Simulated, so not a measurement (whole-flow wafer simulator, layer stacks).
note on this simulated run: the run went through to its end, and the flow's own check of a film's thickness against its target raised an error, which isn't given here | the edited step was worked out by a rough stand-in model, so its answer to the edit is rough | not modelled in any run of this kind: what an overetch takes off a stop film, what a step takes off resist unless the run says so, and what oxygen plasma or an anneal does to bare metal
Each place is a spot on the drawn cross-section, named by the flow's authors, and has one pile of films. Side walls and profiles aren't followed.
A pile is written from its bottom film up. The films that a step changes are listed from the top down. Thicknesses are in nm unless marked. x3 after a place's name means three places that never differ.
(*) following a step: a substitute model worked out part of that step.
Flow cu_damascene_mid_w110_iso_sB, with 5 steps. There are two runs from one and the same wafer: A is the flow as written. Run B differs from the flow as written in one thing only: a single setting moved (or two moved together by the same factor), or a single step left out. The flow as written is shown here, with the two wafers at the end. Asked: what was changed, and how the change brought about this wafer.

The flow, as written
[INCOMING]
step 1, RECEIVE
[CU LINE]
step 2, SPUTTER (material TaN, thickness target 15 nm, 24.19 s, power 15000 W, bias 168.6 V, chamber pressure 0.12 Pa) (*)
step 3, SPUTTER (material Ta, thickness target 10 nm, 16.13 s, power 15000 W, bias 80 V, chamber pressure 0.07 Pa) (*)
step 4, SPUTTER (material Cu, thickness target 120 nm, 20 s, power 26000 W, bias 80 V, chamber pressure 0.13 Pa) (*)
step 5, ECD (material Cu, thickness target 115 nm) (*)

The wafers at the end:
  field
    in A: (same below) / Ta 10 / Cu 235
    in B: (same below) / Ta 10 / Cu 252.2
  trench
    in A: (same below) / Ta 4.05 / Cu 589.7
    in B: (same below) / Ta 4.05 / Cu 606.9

The reason: step 5, ECD: thickness target 132.2 nm was run, though the flow has thickness target 115 nm.

How this came from the change, step by step:
  step 5, ECD (material Cu, thickness target 115 nm) (*)
      field: A +115 Cu | B +132.2 Cu
      trench: A +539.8 Cu | B +557 Cu
